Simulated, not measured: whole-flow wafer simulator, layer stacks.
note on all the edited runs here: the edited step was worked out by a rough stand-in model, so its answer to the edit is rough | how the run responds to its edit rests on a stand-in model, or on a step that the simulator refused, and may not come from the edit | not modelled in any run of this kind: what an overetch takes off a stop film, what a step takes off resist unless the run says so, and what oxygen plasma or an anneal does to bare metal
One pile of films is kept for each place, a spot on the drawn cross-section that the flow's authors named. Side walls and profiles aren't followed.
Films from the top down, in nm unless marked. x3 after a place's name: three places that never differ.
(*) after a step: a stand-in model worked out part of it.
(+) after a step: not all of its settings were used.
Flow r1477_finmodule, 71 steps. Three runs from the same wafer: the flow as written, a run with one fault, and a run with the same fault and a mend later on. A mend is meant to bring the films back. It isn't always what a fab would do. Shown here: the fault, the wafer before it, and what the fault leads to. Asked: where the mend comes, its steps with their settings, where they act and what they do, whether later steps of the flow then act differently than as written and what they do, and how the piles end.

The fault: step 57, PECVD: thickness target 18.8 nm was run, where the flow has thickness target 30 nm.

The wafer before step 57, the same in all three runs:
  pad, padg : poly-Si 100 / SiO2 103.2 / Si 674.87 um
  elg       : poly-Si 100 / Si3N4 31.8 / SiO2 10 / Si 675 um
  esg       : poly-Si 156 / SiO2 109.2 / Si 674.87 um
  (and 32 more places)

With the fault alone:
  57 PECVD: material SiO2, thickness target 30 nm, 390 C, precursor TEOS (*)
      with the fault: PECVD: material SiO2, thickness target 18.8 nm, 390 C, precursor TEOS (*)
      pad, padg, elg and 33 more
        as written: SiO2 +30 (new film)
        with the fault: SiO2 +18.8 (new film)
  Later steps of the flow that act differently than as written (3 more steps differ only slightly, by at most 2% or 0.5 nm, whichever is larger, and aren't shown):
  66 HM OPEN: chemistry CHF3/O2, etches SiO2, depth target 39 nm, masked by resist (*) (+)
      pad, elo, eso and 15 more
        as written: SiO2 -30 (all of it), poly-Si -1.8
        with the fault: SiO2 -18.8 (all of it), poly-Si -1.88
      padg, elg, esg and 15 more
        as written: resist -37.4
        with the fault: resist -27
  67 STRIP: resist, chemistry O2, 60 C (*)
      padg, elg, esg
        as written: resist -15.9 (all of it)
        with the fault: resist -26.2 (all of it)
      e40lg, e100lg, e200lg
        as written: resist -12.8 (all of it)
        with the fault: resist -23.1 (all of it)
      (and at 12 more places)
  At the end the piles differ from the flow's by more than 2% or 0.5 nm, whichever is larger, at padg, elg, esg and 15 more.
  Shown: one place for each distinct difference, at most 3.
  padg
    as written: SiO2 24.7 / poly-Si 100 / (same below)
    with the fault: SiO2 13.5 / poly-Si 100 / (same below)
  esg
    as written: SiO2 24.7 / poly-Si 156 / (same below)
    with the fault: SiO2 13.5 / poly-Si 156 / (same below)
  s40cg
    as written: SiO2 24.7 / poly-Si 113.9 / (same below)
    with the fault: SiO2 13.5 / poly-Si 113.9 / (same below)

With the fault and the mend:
  The mend comes after step 58.
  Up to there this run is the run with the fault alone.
  58a PECVD: material SiO2, thickness target 11.2 nm, 390 C, precursor TEOS (*) (the flow's step 57 once more, with other settings)
      pad, padg, elg and 33 more
        SiO2 +11.2
  No later step of the flow acts differently than as written at any place that is followed.
  At the end the piles are the same as the flow's at every place that both follow.
